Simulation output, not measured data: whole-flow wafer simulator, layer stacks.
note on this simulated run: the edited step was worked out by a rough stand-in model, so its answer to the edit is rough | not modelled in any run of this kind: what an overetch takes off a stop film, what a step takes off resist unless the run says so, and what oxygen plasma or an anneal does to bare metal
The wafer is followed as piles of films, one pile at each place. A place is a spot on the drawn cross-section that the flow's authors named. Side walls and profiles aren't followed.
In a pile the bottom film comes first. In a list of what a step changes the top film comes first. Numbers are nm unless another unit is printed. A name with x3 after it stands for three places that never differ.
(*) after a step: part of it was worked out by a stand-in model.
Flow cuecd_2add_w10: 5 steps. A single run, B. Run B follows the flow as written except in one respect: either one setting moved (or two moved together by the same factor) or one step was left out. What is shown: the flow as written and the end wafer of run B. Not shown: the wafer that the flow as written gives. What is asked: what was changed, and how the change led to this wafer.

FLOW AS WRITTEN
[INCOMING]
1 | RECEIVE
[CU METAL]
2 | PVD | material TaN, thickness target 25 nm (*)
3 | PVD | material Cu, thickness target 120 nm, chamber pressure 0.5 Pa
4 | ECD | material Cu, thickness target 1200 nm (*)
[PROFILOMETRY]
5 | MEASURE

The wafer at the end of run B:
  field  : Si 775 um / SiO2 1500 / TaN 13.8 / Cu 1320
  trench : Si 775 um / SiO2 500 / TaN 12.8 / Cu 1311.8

What caused this: step 2, PVD: thickness target 13.8 nm was run, though the flow has thickness target 25 nm.
One can read it off the wafer: field has TaN 13.8, and step 2 as written asks for 25 nm.

The path from the change to this, step by step:
  2 | PVD | material TaN, thickness target 25 nm (*)
      field: TaN gains 13.8 (new film) (as written it would have been: TaN gains 25 (new film))
      trench: TaN gains 12.8 (new film) (as written it would have been: TaN gains 23.2 (new film))
